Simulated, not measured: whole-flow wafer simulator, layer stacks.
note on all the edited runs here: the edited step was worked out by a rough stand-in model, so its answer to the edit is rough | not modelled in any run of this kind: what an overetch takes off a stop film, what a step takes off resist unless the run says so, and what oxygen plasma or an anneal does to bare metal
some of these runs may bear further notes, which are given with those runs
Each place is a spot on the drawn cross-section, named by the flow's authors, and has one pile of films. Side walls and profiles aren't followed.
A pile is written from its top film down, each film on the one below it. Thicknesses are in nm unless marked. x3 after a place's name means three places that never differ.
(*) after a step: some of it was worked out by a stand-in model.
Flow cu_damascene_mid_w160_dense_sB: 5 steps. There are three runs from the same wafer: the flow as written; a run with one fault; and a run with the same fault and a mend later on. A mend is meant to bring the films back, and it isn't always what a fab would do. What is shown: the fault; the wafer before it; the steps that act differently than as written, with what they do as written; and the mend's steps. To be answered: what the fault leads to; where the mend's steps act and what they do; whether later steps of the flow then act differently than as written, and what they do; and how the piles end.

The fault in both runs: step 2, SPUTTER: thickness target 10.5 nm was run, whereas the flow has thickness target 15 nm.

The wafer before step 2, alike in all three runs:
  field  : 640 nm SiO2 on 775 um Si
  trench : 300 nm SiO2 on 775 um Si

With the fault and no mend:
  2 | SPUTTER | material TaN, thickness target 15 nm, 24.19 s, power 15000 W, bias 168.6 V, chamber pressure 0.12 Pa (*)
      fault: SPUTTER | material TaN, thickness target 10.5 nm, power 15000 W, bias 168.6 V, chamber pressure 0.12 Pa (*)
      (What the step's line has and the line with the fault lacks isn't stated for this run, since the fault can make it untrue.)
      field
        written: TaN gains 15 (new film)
        fault: TaN gains 10.5 (new film)
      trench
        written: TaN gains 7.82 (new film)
        fault: TaN gains 5.47 (new film)
  None of the later steps of the flow differs from how it acts as written, at any place that is followed, by more than 2% or 0.5 nm, whichever is larger.
  The piles end different from the flow's at field, trench by more than 2% or 0.5 nm, whichever is larger.
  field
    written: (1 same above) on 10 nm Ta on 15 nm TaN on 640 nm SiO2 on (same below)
    fault: (1 same above) on 10 nm Ta on 10.5 nm TaN on 640 nm SiO2 on (same below)
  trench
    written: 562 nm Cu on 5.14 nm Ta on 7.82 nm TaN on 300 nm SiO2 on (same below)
    fault: 559.8 nm Cu on 5.19 nm Ta on 5.47 nm TaN on 300 nm SiO2 on (same below)

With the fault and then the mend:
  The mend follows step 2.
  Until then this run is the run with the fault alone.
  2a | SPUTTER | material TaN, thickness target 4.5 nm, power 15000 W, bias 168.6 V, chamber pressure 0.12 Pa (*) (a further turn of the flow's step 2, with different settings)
      field
        TaN gains 4.5
      trench
        TaN gains 2.29
  None of the later steps of the flow differs from how it acts as written, at any place that is followed, by more than 2% or 0.5 nm, whichever is larger.
  At the end the piles are close to the flow's at the places that both follow, differing by at most 2% or 0.5 nm, whichever is larger.
